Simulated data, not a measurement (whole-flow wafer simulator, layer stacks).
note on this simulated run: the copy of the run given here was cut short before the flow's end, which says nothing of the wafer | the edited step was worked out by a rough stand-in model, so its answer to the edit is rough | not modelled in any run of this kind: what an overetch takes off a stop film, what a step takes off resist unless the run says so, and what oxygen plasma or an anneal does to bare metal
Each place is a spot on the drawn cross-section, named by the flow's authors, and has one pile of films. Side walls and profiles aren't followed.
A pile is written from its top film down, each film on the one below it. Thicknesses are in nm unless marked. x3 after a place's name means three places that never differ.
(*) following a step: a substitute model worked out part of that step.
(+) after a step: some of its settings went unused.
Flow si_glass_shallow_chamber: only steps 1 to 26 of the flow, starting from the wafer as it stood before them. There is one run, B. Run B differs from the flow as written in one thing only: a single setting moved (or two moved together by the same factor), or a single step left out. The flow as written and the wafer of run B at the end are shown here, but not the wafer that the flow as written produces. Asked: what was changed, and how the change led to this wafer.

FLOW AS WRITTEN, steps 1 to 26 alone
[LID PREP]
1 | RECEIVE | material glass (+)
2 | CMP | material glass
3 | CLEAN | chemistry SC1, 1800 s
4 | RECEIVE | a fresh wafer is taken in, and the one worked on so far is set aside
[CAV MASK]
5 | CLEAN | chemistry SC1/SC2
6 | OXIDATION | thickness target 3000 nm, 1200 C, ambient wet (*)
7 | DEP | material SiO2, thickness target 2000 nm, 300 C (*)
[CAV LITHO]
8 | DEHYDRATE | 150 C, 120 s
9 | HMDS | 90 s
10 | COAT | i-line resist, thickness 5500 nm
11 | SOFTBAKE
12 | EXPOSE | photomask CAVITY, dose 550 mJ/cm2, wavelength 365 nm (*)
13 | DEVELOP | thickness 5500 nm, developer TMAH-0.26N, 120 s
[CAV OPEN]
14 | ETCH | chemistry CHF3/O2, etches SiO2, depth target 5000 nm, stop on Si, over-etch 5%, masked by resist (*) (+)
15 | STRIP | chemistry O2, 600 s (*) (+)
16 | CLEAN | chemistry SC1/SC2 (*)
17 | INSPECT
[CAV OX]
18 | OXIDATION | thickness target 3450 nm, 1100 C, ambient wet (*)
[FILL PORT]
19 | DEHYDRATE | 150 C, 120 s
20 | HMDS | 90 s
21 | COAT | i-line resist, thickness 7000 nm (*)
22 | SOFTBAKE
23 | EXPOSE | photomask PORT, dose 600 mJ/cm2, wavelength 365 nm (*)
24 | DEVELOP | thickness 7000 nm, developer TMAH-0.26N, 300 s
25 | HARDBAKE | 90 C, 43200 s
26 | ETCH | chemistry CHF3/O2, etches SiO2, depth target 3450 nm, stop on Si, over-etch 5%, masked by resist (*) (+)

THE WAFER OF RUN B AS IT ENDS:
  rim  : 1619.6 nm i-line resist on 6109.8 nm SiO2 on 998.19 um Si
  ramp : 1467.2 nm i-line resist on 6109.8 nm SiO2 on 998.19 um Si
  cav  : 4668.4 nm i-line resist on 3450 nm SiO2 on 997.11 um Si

Cause: step 26, ETCH: over-etch 8% was run, though the flow has over-etch 5%.

The path from the change to this, step by step:
  26 | ETCH | chemistry CHF3/O2, etches SiO2, depth target 3450 nm, stop on Si, over-etch 5%, masked by resist (*) (+)
      rim, ramp, cav, ring: i-line resist loses 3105 (in the flow as written it would be: i-line resist loses 3018.8)
      port: SiO2 loses 3450 (all of it), Si loses 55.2 (in the flow as written it would be: SiO2 loses 3450 (all of it), Si loses 34.5)
      (and at 1 other place as well)
